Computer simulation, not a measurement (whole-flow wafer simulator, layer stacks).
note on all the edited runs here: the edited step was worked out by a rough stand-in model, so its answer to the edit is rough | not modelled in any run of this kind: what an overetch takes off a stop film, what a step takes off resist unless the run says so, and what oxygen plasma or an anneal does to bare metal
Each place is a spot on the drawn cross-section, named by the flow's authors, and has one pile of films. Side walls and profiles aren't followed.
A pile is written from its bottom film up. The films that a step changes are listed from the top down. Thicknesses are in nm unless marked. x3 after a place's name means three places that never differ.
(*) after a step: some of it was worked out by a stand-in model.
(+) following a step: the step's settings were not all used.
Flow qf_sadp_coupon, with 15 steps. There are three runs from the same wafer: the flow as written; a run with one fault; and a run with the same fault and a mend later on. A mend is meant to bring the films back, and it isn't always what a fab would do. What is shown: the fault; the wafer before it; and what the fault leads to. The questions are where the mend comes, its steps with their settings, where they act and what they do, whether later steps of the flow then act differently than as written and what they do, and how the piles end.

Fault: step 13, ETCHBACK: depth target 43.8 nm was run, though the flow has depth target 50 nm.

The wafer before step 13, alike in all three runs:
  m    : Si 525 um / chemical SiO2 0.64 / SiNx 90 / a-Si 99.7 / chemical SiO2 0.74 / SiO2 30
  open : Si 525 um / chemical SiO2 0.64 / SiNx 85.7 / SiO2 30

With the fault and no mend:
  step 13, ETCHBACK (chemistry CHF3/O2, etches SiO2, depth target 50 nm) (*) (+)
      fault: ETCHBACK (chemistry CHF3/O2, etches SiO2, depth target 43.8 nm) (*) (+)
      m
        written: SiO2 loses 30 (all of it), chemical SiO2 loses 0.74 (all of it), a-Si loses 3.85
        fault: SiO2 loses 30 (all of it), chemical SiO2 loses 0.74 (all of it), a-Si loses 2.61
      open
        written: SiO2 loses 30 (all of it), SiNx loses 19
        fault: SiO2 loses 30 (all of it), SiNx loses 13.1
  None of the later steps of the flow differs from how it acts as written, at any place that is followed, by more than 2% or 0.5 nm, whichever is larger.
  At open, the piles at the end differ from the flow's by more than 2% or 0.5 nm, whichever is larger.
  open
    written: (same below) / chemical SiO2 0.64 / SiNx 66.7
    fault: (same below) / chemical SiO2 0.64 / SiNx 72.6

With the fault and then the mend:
  The mend follows step 13.
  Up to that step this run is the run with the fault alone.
  step 13a, ETCHBACK (chemistry CHF3/O2, etches SiO2, depth target 6.2 nm) (*) (+) (the flow's step 13 again, with other settings)
      m
        a-Si loses 1.24
      open
        SiNx loses 5.9
  None of the later steps of the flow acts differently than as written at any place that is followed.
  At every place that both follow, the piles at the end match the flow's.
